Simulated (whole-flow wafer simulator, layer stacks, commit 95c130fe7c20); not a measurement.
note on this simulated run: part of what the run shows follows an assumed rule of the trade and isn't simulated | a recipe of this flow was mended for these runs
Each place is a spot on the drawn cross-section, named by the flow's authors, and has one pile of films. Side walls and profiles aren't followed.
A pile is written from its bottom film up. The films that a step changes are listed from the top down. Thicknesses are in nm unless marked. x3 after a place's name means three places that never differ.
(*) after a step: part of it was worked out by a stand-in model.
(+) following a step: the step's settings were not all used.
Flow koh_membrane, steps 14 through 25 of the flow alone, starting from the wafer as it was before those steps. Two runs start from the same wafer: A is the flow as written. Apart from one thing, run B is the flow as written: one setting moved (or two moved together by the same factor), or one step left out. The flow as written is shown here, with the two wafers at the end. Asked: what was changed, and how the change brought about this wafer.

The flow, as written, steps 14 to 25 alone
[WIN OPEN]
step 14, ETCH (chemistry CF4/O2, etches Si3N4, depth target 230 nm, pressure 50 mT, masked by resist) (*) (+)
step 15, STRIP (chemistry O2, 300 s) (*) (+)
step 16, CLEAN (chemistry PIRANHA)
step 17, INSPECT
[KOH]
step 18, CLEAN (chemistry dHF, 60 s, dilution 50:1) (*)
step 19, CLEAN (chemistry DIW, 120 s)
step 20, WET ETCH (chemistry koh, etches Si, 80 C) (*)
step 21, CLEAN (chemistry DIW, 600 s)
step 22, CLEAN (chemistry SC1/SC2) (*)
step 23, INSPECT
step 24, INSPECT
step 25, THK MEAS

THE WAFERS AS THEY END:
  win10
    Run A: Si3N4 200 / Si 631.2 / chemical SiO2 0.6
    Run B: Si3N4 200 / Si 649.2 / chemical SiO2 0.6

Cause: step 14, ETCH: depth target 212 nm was run, though the flow has depth target 230 nm.

How this came from the change, step by step:
  step 14, ETCH (chemistry CF4/O2, etches Si3N4, depth target 230 nm, pressure 50 mT, masked by resist) (*) (+)
      win20 x4, win10: A -200 Si3N4 (all of it), -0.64 chemical SiO2 (all of it), -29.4 Si | B -200 Si3N4 (all of it), -0.64 chemical SiO2 (all of it), -11.4 Si
      field: A -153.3 i-line-resist | B -141.3 i-line-resist
